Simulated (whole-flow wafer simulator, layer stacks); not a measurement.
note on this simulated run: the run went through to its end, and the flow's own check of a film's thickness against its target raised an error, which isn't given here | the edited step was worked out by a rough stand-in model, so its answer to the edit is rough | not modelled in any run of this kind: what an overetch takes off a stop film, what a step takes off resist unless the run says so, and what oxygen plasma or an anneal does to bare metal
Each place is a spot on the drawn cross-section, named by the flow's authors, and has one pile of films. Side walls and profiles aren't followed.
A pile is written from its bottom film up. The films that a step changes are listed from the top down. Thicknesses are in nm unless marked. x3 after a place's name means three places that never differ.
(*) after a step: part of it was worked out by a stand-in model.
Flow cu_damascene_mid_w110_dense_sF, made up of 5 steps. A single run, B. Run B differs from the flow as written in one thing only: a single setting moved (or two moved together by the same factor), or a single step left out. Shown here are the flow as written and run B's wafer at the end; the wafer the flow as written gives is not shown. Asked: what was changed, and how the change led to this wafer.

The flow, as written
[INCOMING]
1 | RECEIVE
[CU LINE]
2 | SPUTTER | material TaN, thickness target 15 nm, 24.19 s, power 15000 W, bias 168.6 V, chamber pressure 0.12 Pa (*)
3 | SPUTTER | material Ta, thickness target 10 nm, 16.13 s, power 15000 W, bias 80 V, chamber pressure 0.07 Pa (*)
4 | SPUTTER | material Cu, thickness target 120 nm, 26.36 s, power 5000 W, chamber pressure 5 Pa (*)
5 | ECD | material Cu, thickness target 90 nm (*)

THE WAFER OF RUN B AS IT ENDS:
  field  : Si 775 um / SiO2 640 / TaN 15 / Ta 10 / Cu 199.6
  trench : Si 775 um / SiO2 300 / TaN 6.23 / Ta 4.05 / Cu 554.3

Cause: step 5, ECD: thickness target 79.6 nm was run, though the flow has thickness target 90 nm.

How this came from the change, step by step:
  5 | ECD | material Cu, thickness target 90 nm (*)
      field: +79.6 Cu (in the flow as written it would be: +90 Cu)
